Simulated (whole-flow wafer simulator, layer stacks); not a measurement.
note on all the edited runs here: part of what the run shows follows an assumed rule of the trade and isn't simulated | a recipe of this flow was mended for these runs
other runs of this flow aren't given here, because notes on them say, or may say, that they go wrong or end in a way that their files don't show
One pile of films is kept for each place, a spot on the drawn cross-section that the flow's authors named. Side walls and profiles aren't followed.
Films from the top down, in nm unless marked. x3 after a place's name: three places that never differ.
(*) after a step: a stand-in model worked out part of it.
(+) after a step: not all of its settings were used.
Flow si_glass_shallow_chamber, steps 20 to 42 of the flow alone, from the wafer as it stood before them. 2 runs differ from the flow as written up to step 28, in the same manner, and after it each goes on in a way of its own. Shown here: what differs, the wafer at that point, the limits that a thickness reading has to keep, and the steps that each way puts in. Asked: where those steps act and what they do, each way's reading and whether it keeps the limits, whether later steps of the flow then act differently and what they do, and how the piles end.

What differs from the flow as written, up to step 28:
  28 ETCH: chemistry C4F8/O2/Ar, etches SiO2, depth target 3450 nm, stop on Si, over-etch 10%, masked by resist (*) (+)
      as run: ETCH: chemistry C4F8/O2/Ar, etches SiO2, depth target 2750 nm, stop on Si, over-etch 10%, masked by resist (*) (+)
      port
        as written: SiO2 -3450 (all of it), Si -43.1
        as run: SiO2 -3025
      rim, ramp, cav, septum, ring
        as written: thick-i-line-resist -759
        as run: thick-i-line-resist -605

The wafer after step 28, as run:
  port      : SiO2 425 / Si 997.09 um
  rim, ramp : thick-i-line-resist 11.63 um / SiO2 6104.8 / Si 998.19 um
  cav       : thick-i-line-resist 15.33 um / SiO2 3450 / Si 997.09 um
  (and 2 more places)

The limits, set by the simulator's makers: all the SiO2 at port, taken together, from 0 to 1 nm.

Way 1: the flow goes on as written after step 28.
  The reading after step 28: 425 nm, outside the limits.
  Later steps of the flow that act differently than as written:
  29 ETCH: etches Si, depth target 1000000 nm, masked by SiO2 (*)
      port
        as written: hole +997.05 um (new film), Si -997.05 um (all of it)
        this way: SiO2 -425 (all of it), Si -969.36 um
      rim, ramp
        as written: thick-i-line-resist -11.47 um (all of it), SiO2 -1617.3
        this way: thick-i-line-resist -11.63 um (all of it), SiO2 -1535.1
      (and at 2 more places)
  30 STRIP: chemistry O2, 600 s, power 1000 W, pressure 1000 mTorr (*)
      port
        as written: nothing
        this way: chemical SiO2 +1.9 (new film), Si -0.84
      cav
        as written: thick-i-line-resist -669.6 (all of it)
        this way: thick-i-line-resist -823.6 (all of it)
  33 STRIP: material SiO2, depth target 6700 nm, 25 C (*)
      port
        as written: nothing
        this way: chemical SiO2 -1.9 (all of it)
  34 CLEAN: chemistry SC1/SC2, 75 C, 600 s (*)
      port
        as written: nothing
        this way: chemical SiO2 +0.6 (new film), Si -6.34
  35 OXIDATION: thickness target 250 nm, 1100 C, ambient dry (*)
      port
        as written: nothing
        this way: SiO2 +250 (new film), chemical SiO2 -0.6 (all of it), Si -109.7
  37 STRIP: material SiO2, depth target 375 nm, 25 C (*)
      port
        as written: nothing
        this way: SiO2 -250 (all of it)
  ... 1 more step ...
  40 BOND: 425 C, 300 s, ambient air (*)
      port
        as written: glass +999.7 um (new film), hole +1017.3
        this way: glass +999.7 um (new film), void +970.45 um (new film)
  At the end the piles differ from the flow's by more than 2% or 0.5 nm, whichever is larger, at port.
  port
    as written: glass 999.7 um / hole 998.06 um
    this way: glass 999.7 um / void 970.45 um / chemical SiO2 0.6 / Si 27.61 um

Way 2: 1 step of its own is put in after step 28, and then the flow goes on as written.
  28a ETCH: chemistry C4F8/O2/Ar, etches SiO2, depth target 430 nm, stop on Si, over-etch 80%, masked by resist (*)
      rim, ramp, cav, septum, ring
        thick-i-line-resist -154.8
      port
        SiO2 -425 (all of it), Si -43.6
  The reading after step 28a: 0 nm, within the limits.
  No later step of the flow acts differently than as written, at any place that is followed, by more than 2% or 0.5 nm, whichever is larger.
  At the end the piles are the same as the flow's at every place that both follow.

Within the limits: way 2. Outside them: way 1.
